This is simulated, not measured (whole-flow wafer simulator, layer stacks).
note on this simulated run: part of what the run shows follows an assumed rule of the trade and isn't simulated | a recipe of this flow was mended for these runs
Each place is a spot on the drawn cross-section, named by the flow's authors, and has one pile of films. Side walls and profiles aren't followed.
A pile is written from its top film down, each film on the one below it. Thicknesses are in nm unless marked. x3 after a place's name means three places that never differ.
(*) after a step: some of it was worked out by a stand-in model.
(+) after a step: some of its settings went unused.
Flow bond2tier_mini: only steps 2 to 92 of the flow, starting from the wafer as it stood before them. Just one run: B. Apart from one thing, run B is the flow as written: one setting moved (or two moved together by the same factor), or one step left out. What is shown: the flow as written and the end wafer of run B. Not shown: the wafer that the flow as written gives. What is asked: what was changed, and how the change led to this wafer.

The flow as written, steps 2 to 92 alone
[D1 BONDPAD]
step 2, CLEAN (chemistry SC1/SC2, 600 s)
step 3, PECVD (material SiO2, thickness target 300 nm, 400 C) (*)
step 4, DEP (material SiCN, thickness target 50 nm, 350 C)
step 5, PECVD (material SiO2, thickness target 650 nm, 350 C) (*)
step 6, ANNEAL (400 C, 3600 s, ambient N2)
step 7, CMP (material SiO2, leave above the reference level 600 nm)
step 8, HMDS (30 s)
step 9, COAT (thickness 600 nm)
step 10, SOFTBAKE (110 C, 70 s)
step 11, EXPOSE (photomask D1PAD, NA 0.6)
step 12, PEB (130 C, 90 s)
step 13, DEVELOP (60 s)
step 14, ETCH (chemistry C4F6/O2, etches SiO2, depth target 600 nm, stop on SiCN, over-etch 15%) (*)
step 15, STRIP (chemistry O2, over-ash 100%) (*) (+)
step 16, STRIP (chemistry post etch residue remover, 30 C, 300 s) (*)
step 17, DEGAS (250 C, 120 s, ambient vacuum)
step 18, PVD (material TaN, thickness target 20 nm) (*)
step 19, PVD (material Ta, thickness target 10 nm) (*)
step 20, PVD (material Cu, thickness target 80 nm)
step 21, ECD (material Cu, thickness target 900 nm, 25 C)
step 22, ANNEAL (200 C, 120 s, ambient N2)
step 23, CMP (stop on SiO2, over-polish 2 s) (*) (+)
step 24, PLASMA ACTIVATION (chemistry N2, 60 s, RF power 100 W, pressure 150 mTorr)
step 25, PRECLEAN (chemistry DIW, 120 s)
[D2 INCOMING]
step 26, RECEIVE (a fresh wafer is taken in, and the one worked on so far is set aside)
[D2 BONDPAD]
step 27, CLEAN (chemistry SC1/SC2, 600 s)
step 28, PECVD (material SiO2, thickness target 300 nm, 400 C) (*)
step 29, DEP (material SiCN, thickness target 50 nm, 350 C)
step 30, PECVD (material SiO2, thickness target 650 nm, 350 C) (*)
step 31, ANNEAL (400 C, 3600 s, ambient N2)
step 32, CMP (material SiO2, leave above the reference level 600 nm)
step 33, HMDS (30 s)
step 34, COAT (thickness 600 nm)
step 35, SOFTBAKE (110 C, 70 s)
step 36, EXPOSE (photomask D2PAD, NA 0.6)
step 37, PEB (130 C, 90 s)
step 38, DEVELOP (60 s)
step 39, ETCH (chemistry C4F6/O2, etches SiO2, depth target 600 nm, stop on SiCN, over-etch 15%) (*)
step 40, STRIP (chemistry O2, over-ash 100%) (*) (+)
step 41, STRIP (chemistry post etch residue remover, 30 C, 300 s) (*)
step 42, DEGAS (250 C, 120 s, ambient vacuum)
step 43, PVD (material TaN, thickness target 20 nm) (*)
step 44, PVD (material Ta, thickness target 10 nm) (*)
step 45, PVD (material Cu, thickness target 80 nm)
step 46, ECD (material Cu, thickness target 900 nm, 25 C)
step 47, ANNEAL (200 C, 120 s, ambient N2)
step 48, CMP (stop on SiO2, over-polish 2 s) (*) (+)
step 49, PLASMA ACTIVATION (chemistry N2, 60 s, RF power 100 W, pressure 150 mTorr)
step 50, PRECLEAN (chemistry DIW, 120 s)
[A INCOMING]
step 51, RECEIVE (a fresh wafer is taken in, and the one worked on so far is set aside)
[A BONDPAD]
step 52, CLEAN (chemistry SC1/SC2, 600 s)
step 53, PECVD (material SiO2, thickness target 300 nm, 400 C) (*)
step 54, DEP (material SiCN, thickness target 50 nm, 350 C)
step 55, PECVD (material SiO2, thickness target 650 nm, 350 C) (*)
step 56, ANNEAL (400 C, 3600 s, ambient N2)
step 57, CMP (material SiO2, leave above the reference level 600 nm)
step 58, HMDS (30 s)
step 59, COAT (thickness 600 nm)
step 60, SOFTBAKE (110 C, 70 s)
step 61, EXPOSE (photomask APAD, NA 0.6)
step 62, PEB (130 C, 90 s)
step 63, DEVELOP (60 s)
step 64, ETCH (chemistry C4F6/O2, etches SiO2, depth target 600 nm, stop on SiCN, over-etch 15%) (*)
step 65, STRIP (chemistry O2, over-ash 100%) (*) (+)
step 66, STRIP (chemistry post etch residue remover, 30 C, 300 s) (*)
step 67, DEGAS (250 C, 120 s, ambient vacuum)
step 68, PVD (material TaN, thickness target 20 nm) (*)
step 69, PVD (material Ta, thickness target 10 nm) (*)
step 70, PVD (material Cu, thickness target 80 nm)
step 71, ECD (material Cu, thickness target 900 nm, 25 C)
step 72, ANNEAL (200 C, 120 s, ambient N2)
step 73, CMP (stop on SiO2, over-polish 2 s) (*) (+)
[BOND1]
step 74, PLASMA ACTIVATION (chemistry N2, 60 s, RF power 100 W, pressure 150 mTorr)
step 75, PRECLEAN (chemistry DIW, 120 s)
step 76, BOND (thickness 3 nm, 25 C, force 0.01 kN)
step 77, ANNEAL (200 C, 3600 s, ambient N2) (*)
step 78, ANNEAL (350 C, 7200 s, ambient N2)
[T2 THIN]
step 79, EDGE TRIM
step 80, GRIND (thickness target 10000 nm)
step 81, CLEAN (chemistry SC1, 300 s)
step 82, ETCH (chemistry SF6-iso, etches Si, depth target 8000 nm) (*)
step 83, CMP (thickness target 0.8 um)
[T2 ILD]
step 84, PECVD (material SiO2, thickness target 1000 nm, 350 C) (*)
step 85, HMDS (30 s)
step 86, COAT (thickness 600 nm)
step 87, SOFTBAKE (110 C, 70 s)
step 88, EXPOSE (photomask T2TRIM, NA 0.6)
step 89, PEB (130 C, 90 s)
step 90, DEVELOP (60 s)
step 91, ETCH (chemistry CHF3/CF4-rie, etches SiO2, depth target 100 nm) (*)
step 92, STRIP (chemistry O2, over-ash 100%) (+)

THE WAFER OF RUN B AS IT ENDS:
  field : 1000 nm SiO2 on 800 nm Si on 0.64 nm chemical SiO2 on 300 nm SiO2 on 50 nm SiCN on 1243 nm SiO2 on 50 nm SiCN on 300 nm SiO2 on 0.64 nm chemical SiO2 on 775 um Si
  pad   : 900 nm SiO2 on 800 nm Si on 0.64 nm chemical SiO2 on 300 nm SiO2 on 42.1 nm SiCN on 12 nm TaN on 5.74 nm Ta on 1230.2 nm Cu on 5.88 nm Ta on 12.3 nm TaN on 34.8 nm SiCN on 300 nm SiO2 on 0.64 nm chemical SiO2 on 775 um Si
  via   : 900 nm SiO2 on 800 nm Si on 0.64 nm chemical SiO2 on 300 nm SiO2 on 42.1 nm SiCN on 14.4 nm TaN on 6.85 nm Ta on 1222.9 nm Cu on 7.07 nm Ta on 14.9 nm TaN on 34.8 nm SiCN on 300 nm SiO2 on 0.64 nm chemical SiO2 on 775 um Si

What caused this: step 7, CMP: leave above the reference level 643 nm was run, while the flow as written has leave above the reference level 600 nm; step 9, COAT: thickness 643 nm was run, where the flow has thickness 600 nm.

Step by step, how the change led to this:
  step 7, CMP (material SiO2, leave above the reference level 600 nm)
      field, pad, via: -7 SiO2 (in the flow as written it would be: -50 SiO2)
  step 9, COAT (thickness 600 nm)
      field, pad, via: +643 thick-KrF-resist (new film) (in the flow as written it would be: +600 thick-KrF-resist (new film))
  step 12, PEB (130 C, 90 s)
      field, pad, via: -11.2 thick-KrF-resist (in the flow as written it would be: -10.3 thick-KrF-resist)
  step 13, DEVELOP (60 s)
      pad, via: -631.8 thick-KrF-resist (all of it) (in the flow as written it would be: -589.7 thick-KrF-resist (all of it))
  step 14, ETCH (chemistry C4F6/O2, etches SiO2, depth target 600 nm, stop on SiCN, over-etch 15%) (*)
      pad, via: -643 SiO2 (all of it), -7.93 SiCN (in the flow as written it would be: -600 SiO2 (all of it), -15.2 SiCN)
  step 15, STRIP (chemistry O2, over-ash 100%) (*) (+)
      field: -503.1 thick-KrF-resist (all of it) (in the flow as written it would be: -460.9 thick-KrF-resist (all of it))
  step 20, PVD (material Cu, thickness target 80 nm)
      pad: +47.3 Cu (new film) (in the flow as written it would be: +48.4 Cu (new film))
      via: +57.3 Cu (new film) (in the flow as written it would be: +59 Cu (new film))
  step 21, ECD (material Cu, thickness target 900 nm, 25 C)
      pad: +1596 Cu (in the flow as written it would be: +1558.7 Cu)
      via: +1582.4 Cu (in the flow as written it would be: +1544.3 Cu)
  step 76, BOND (thickness 3 nm, 25 C, force 0.01 kN)
      field: +775 um Si (new film), +0.64 chemical SiO2 (new film), +300 SiO2 (new film), +50 SiCN (new film), +643 SiO2 (in the flow as written it would be: +775 um Si (new film), +0.64 chemical SiO2 (new film), +300 SiO2 (new film), +50 SiCN (new film), +600 SiO2)
      pad: +775 um Si (new film), +0.64 chemical SiO2 (new film), +300 SiO2 (new film), +42.1 SiCN (new film), +12 TaN (new film), +5.74 Ta (new film), +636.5 Cu (in the flow as written it would be: +775 um Si (new film), +0.64 chemical SiO2 (new film), +300 SiO2 (new film), +34.8 SiCN (new film), +12.3 TaN (new film), +5.88 Ta (new film), +600.4 Cu)
      (as well as at 1 more place)
